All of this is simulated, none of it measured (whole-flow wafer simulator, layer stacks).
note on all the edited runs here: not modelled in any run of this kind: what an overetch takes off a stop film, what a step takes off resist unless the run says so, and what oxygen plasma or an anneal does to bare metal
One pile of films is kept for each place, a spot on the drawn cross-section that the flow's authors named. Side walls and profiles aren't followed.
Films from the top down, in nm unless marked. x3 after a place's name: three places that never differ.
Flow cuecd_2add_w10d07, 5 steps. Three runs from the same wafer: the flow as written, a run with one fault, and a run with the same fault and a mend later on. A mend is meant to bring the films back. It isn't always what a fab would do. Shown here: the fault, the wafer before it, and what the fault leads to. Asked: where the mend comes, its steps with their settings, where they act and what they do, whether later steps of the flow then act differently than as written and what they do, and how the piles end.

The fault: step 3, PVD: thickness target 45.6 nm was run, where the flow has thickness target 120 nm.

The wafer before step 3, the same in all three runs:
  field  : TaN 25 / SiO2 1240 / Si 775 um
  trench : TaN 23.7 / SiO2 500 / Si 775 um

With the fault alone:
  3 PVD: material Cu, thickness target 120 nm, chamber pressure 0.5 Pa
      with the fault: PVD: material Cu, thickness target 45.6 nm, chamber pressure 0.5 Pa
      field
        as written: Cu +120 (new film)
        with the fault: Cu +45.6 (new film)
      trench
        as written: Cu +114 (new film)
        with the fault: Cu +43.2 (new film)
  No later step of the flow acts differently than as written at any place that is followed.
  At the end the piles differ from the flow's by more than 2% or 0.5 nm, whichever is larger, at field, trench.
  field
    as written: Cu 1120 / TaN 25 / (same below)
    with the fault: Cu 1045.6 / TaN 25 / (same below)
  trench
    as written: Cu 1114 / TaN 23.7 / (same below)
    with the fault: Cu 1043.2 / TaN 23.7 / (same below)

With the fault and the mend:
  The mend comes after step 3.
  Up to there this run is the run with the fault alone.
  3a ETCH: chemistry cu recess dil, depth target 52.39 nm
      field
        Cu -45.6 (all of it)
      trench
        Cu -43.2 (all of it)
  3b PVD: material Cu, thickness target 120 nm, chamber pressure 0.5 Pa (the flow's step 3 once more)
      field
        Cu +120 (new film)
      trench
        Cu +114 (new film)
  No later step of the flow acts differently than as written at any place that is followed.
  At the end the piles are the same as the flow's at every place that both follow.
